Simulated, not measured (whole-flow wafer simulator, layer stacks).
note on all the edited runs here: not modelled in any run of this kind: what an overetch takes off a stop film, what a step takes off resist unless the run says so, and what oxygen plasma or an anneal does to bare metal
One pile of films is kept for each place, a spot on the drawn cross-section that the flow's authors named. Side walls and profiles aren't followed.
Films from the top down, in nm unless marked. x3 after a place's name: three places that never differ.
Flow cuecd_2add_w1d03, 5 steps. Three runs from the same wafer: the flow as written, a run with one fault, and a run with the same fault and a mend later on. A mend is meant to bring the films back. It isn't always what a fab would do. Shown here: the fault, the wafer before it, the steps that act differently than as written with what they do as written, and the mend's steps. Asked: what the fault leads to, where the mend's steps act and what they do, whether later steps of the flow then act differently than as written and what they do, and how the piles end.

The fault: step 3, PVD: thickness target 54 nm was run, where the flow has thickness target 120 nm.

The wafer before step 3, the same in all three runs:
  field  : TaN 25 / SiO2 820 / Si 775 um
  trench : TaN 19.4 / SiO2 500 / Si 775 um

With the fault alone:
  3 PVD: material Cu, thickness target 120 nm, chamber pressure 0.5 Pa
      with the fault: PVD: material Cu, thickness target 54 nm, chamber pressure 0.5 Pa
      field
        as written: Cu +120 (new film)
        with the fault: Cu +54 (new film)
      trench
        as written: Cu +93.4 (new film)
        with the fault: Cu +42.1 (new film)
  No later step of the flow acts differently than as written, at any place that is followed, by more than 2% or 0.5 nm, whichever is larger.
  At the end the piles differ from the flow's by more than 2% or 0.5 nm, whichever is larger, at field, trench.
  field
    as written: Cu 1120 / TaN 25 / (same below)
    with the fault: Cu 1054 / TaN 25 / (same below)
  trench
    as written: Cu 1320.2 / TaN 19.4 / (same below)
    with the fault: Cu 1250.5 / TaN 19.4 / (same below)

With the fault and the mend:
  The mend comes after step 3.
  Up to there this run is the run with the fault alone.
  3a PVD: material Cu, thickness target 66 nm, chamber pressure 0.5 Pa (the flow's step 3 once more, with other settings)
      field
        Cu +66
      trench
        Cu +50.2
  No later step of the flow acts differently than as written, at any place that is followed, by more than 2% or 0.5 nm, whichever is larger.
  At the end the piles differ from the flow's only slightly at the places that both follow, by at most 2% or 0.5 nm, whichever is larger.
